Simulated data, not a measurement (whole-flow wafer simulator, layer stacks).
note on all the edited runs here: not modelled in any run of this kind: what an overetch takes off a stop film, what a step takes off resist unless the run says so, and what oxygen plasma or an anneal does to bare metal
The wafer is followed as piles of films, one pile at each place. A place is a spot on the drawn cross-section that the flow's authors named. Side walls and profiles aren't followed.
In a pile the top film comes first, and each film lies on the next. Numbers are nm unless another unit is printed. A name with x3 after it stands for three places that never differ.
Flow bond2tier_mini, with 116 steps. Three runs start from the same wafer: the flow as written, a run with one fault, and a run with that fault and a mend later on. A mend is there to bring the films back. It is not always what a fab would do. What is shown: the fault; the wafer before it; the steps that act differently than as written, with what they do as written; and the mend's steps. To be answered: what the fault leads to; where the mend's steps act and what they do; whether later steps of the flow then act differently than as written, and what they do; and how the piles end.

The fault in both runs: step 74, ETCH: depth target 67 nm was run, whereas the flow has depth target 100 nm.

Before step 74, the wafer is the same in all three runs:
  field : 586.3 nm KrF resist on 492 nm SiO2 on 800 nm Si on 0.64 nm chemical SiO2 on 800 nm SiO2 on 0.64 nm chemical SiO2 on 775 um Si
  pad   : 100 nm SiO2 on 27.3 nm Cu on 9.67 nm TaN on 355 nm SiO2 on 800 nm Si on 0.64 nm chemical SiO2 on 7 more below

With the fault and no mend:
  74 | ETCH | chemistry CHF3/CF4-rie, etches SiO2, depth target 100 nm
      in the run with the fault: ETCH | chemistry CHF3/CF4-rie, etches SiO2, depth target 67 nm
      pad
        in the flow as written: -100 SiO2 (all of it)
        in the run with the fault: -67 SiO2
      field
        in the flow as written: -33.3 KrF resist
        in the run with the fault: -22.3 KrF resist
  Steps further on in the flow that do not act as written (2 more steps, not shown, differ only slightly: by at most 2% or 0.5 nm, whichever is larger):
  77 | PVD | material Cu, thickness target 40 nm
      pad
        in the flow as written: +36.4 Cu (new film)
        in the run with the fault: +37.6 Cu (new film)
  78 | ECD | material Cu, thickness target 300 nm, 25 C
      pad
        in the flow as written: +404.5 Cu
        in the run with the fault: +370 Cu
  At pad, the piles at the end differ from the flow's by more than 2% or 0.5 nm, whichever is larger.
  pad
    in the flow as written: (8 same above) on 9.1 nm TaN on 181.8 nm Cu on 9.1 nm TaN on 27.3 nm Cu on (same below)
    in the run with the fault: (8 same above) on 9.1 nm TaN on 148.5 nm Cu on 9.39 nm TaN on 33 nm SiO2 on 27.3 nm Cu on (same below)

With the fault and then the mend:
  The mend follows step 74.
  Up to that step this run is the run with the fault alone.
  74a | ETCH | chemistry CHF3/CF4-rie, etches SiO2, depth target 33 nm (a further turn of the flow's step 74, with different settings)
      field
        -11 KrF resist
      pad
        -33 SiO2 (all of it)
  Later steps of the flow that are run all act as written at every place that is followed.
  The piles end the same as the flow's at every place that both follow.
